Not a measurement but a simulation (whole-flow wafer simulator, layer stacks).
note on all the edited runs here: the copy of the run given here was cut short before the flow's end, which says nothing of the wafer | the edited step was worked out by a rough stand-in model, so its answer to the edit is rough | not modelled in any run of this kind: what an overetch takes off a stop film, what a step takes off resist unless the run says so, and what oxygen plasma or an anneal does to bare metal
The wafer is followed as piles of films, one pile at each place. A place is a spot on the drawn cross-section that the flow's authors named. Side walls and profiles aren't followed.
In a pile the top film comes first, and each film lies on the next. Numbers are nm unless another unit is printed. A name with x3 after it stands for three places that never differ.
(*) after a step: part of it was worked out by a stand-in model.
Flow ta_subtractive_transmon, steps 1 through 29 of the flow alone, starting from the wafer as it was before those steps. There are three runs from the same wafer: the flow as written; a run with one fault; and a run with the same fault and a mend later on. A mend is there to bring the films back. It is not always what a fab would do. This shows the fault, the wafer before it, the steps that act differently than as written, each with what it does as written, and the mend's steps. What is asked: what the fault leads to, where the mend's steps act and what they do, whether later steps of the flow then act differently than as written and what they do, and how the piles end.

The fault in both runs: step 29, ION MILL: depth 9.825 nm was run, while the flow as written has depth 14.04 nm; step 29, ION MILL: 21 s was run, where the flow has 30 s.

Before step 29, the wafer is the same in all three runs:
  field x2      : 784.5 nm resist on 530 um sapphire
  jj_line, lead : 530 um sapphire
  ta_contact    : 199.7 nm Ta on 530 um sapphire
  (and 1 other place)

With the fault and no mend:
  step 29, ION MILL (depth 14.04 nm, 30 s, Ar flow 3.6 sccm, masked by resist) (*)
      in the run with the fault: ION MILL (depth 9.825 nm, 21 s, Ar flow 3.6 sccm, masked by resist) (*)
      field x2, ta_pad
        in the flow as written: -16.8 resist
        in the run with the fault: -11.8 resist
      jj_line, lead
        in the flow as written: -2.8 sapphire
        in the run with the fault: -1.96 sapphire
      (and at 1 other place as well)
  Later steps of the flow that are run all act as written at every place that is followed.
  At the end the piles are close to the flow's at the places that both follow, differing by at most 2% or 0.5 nm, whichever is larger.

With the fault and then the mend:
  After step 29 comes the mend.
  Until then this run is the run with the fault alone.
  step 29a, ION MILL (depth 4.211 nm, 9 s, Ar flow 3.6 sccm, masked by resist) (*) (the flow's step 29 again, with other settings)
      field x2, ta_pad
        -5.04 resist
      jj_line, lead
        -0.84 sapphire
      ta_contact
        -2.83 Ta
  Later steps of the flow that are run all act as written at every place that is followed.
  At every place that both follow, the piles at the end match the flow's.
